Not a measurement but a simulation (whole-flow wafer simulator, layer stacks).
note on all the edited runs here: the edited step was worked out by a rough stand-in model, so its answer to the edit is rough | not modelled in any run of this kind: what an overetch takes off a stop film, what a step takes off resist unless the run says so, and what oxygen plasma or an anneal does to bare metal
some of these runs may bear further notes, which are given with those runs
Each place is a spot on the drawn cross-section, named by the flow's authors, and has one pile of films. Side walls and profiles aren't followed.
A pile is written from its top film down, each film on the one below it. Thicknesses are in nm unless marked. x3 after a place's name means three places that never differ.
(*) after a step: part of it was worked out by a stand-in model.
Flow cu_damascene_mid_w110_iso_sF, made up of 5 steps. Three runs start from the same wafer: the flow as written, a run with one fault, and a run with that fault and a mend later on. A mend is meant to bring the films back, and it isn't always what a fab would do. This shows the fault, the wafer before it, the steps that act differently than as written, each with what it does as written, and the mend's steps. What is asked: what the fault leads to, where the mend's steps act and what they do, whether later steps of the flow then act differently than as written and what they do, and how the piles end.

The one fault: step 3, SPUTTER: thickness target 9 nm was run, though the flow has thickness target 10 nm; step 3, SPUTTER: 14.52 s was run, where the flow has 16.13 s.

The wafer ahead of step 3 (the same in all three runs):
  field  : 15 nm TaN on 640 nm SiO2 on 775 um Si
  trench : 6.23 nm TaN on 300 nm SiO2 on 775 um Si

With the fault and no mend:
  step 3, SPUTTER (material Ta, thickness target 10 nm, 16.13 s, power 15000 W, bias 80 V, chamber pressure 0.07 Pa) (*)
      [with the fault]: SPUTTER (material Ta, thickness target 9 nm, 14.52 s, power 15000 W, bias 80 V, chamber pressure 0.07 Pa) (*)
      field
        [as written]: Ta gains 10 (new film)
        [with the fault]: Ta gains 9 (new film)
  Every later step of the flow that is run acts as written, at every place that is followed, to within 2% or 0.5 nm, whichever is larger.
  The piles end different from the flow's at field by more than 2% or 0.5 nm, whichever is larger.
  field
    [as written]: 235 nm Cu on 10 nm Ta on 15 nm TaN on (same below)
    [with the fault]: 235 nm Cu on 9 nm Ta on 15 nm TaN on (same below)

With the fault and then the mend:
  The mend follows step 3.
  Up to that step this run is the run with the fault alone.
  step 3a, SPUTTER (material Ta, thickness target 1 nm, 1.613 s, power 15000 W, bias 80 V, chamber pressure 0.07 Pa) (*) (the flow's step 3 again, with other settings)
      field
        Ta gains 1
      trench
        Ta gains 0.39
  Every later step of the flow that is run acts as written at every place that is followed.
  The piles end only slightly different from the flow's at the places that both follow, by no more than 2% or 0.5 nm, whichever is larger.
